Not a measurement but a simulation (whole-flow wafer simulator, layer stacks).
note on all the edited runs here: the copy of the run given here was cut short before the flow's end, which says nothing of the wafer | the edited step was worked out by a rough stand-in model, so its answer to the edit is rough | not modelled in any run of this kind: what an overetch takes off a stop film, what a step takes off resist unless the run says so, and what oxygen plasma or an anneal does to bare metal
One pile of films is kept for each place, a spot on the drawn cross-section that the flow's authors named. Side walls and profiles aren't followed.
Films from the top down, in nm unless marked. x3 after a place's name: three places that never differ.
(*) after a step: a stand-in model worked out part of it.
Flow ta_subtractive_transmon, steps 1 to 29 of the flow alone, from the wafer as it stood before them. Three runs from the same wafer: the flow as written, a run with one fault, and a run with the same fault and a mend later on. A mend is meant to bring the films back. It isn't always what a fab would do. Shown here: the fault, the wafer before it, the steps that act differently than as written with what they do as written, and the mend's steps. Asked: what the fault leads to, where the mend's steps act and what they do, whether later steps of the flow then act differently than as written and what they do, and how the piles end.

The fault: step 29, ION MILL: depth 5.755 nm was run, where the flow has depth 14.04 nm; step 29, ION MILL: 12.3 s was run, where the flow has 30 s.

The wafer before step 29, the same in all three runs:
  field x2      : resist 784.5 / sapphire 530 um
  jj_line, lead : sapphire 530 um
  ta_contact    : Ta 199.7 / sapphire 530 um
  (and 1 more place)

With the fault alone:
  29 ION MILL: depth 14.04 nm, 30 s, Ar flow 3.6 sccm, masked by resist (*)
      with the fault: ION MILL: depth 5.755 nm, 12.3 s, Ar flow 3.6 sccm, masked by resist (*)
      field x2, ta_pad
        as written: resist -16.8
        with the fault: resist -6.88
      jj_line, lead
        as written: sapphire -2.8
        with the fault: sapphire -1.15
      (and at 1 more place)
  No later step of the flow acts differently than as written at any place that is followed.
  At the end the piles differ from the flow's by more than 2% or 0.5 nm, whichever is larger, at ta_contact.
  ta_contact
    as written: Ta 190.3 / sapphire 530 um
    with the fault: Ta 195.9 / sapphire 530 um

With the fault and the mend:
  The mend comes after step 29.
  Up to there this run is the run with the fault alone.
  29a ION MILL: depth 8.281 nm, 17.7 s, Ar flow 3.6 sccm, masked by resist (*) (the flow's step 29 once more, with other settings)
      field x2, ta_pad
        resist -9.9
      jj_line, lead
        sapphire -1.65
      ta_contact
        Ta -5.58
  No later step of the flow acts differently than as written at any place that is followed.
  At the end the piles are the same as the flow's at every place that both follow.
